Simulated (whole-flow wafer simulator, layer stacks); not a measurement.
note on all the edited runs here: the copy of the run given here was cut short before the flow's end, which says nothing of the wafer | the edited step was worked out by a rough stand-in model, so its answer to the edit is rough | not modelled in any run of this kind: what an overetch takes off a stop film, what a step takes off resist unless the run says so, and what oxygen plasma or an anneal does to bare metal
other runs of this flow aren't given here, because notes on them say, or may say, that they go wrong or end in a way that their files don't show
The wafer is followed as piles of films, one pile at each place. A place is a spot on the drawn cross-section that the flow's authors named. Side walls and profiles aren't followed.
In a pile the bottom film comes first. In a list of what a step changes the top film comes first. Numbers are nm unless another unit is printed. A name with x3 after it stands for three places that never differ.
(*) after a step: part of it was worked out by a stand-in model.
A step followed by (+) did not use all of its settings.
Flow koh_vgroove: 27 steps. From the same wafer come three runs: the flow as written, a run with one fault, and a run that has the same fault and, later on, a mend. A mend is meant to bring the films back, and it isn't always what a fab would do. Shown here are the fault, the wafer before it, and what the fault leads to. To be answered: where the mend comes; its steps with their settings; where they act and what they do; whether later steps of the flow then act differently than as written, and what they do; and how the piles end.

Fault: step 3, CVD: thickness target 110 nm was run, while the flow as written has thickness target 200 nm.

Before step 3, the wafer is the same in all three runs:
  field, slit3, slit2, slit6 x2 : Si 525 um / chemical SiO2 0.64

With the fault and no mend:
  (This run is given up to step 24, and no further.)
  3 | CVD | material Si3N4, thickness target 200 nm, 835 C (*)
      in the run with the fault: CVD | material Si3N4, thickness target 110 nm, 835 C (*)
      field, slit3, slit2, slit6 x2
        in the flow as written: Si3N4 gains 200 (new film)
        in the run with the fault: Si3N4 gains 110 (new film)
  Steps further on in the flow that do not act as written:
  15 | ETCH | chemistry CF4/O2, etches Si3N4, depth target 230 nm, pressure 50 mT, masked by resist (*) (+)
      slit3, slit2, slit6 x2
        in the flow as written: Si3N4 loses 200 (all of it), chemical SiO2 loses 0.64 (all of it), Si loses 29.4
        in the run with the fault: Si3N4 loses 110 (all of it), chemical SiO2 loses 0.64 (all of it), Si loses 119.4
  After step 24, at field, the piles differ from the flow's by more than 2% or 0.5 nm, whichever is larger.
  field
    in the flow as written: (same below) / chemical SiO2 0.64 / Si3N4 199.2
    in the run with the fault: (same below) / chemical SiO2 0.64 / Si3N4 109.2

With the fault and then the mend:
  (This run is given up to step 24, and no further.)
  After step 4 comes the mend.
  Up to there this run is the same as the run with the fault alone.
  4a | CVD | material Si3N4, thickness target 90 nm, 835 C (*) (the flow's step 3, run once more with other settings)
      field, slit3, slit2, slit6 x2
        Si3N4 gains 90
  Every later step of the flow up to step 24 that is run acts as written at every place that is followed.
  The piles after step 24 are the same as the flow's at every place that both follow.
